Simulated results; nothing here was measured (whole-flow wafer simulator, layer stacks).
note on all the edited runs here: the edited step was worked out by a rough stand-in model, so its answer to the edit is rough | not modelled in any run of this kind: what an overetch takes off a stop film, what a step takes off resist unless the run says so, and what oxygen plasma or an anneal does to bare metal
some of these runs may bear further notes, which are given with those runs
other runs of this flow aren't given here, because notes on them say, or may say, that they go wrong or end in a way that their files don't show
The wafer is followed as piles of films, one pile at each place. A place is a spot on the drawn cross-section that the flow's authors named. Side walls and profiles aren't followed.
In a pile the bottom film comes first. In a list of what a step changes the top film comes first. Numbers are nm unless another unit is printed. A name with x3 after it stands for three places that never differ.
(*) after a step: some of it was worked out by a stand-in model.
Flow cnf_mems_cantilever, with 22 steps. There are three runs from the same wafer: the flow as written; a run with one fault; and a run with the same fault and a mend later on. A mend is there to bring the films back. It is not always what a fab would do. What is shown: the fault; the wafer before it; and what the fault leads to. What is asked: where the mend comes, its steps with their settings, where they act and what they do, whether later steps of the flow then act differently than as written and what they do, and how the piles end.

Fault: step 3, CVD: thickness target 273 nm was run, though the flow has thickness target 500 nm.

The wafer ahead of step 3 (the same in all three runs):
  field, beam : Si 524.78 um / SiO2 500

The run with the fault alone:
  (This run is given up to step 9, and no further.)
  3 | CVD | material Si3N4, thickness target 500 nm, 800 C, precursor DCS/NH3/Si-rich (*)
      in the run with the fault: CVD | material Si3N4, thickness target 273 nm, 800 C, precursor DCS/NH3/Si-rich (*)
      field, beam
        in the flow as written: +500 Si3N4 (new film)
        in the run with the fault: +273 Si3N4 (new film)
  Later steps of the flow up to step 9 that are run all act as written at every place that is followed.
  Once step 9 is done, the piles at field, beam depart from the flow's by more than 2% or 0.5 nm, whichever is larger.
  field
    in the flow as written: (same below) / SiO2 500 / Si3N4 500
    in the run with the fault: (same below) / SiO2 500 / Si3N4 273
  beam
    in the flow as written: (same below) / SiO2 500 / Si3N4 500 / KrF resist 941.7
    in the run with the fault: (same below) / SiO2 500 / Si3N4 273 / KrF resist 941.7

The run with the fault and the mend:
  After step 9 comes the mend.
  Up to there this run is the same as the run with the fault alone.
  9a | STRIP | chemistry O2, power 800 W (*)
      beam
        -941.7 KrF resist (all of it)
  9b | CLEAN | chemistry SC1/SC2 (*) (the flow's step 1, run once more)
      alters no film at any place that is followed
  9c | CVD | material Si3N4, thickness target 227 nm, 800 C, precursor DCS/NH3/Si-rich (*) (the flow's step 3, run once more with other settings)
      field, beam
        +227 Si3N4
  9d | HMDS (the flow's step 4, run once more)
      alters no film at any place that is followed
  9e | COAT | KrF resist, thickness 1000 nm (the flow's step 5, run once more)
      field, beam
        +1000 KrF resist (new film)
  9f | SOFTBAKE | KrF resist (the flow's step 6, run once more)
      alters no film at any place that is followed
  9g | EXPOSE | photomask CANTILEVER (the flow's step 7, run once more)
      alters no film at any place that is followed
  9h | PEB | KrF resist, 135 C, 90 s (the flow's step 8, run once more)
      field, beam
        -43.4 KrF resist
  9i | DEVELOP | developer TMAH-0.26N, 60 s (the flow's step 9, run once more)
      field
        -956.6 KrF resist (all of it)
      beam
        -14.9 KrF resist
  Later steps of the flow that are run all act as written at every place that is followed.
  By the end, the piles equal the flow's at every place that both follow.
